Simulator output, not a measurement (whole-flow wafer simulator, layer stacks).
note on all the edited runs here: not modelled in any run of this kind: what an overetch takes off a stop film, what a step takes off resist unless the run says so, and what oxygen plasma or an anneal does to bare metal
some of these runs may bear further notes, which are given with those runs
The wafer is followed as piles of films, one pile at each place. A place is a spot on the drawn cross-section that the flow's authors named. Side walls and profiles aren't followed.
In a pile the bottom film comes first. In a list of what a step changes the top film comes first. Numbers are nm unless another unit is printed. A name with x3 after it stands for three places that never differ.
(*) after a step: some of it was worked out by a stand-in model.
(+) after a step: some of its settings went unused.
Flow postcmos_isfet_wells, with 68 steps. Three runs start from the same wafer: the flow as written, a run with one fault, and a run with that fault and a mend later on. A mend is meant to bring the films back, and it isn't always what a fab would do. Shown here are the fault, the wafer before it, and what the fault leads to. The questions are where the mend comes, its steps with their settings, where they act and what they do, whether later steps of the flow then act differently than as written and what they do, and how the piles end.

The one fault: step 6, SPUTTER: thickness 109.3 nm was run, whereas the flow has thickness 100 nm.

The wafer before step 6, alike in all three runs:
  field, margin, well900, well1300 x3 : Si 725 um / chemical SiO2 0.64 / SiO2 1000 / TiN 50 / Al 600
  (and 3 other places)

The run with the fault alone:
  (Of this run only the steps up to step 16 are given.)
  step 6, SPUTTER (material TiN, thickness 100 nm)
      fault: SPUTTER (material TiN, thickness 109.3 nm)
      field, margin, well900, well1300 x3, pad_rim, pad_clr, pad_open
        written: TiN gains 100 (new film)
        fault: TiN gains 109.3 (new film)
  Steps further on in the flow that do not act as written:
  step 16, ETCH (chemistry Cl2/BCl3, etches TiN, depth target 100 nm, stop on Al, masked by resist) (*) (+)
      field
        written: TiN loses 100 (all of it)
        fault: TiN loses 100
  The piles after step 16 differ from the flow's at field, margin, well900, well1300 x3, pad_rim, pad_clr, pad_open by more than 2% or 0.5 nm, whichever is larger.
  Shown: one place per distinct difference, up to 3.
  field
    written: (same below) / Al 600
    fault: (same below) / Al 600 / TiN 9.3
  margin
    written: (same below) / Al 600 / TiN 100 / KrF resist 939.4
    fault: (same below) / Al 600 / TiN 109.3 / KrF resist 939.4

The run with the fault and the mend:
  After step 6 comes the mend.
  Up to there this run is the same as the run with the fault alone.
  step 6a, ETCH (chemistry peroxide tin strip, depth target 125.7 nm)
      field, margin, well900, well1300 x3, pad_rim, pad_clr, pad_open
        TiN loses 109.3 (all of it)
  step 6b, SPUTTER (material TiN, thickness 100 nm) (the flow's step 6, run once more)
      field, margin, well900, well1300 x3, pad_rim, pad_clr, pad_open
        TiN gains 100 (new film)
  None of the later steps of the flow acts differently than as written at any place that is followed.
  The piles end the same as the flow's at every place that both follow.
